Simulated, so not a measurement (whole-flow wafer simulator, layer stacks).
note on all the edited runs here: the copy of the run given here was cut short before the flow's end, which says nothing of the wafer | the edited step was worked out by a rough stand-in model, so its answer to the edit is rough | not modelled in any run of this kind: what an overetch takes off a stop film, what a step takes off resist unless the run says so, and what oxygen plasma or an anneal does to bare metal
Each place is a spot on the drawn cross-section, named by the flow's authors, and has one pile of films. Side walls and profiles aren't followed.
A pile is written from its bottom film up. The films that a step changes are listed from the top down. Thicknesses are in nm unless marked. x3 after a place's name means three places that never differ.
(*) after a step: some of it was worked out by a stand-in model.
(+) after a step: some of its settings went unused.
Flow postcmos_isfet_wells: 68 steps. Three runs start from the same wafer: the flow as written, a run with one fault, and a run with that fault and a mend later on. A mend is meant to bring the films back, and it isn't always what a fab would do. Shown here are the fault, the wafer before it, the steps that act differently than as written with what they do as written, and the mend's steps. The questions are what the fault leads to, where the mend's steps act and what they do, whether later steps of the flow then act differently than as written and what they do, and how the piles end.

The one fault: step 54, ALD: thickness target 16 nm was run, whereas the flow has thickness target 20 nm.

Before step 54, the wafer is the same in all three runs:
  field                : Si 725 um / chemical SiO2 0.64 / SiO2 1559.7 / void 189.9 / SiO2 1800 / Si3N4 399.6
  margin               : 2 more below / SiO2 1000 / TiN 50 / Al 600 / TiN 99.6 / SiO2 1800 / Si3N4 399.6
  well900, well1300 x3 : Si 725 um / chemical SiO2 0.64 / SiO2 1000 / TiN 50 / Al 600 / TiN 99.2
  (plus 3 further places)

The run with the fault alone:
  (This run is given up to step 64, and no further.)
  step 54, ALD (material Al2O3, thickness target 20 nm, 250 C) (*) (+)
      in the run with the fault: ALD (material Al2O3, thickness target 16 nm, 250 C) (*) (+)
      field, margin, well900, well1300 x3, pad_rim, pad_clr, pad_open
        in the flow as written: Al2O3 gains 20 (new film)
        in the run with the fault: Al2O3 gains 16 (new film)
  None of the later steps of the flow up to step 64 differs from how it acts as written, at any place that is followed, by more than 2% or 0.5 nm, whichever is larger.
  Once step 64 is done, the piles at field, margin, pad_rim, pad_clr, pad_open depart from the flow's by more than 2% or 0.5 nm, whichever is larger.
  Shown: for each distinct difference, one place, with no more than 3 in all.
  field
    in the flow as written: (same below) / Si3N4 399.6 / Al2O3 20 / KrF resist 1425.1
    in the run with the fault: (same below) / Si3N4 399.6 / Al2O3 16 / KrF resist 1415.4
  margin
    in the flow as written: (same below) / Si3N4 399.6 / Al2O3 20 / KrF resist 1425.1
    in the run with the fault: (same below) / Si3N4 399.6 / Al2O3 16 / KrF resist 1415.3
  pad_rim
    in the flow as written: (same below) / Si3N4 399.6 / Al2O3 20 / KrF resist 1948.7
    in the run with the fault: (same below) / Si3N4 399.6 / Al2O3 16 / KrF resist 1948.6

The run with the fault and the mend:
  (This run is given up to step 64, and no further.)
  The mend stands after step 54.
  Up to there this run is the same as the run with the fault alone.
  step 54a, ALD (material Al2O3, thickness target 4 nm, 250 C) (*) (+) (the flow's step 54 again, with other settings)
      field, margin, well900, well1300 x3, pad_rim, pad_clr, pad_open
        Al2O3 gains 4
  None of the later steps of the flow up to step 64 acts differently than as written at any place that is followed.
  The piles after step 64 are the same as the flow's at every place that both follow.
